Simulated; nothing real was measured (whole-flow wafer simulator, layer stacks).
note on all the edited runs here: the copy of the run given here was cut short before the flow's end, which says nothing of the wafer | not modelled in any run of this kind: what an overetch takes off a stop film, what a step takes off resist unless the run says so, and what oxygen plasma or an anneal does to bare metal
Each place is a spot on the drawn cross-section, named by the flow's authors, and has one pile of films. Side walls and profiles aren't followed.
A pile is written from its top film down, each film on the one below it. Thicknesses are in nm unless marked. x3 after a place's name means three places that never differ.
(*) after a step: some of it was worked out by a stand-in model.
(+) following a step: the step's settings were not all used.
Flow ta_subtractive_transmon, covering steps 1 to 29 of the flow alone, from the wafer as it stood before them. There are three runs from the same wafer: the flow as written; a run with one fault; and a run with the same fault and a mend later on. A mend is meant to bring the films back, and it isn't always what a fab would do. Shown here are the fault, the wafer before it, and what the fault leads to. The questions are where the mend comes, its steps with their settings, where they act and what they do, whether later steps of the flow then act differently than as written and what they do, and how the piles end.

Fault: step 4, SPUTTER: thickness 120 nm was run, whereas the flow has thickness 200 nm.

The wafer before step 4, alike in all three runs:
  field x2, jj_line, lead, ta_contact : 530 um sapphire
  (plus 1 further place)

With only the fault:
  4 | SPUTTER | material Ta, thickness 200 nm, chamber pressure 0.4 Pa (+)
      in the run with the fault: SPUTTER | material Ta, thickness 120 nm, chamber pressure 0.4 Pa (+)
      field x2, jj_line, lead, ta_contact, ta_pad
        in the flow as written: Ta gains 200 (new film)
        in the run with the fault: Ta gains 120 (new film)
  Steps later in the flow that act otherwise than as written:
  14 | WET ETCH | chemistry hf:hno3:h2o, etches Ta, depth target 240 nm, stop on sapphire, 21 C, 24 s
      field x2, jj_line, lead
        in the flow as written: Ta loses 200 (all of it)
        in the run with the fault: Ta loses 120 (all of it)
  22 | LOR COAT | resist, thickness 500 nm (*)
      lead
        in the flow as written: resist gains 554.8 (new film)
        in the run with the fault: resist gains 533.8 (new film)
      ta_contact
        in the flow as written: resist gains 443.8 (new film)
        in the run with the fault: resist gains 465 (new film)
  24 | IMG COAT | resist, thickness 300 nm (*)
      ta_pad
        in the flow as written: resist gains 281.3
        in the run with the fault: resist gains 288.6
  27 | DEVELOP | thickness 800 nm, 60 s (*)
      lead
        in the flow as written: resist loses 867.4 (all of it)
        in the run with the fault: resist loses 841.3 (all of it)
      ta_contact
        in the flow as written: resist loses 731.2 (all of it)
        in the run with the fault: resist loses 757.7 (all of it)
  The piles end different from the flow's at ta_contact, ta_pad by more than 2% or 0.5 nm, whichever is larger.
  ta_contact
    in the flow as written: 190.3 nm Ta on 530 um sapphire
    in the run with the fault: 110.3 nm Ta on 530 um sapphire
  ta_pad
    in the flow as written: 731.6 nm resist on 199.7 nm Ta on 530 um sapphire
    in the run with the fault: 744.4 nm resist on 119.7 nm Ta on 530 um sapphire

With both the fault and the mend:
  The mend stands after step 5.
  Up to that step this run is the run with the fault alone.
  5a | SPUTTER | material Ta, thickness 80 nm, chamber pressure 0.4 Pa (+) (the flow's step 4, run once more with other settings)
      field x2, jj_line, lead, ta_contact, ta_pad
        Ta gains 80
  Every later step of the flow that is run acts as written at every place that is followed.
  The piles end the same as the flow's at every place that both follow.
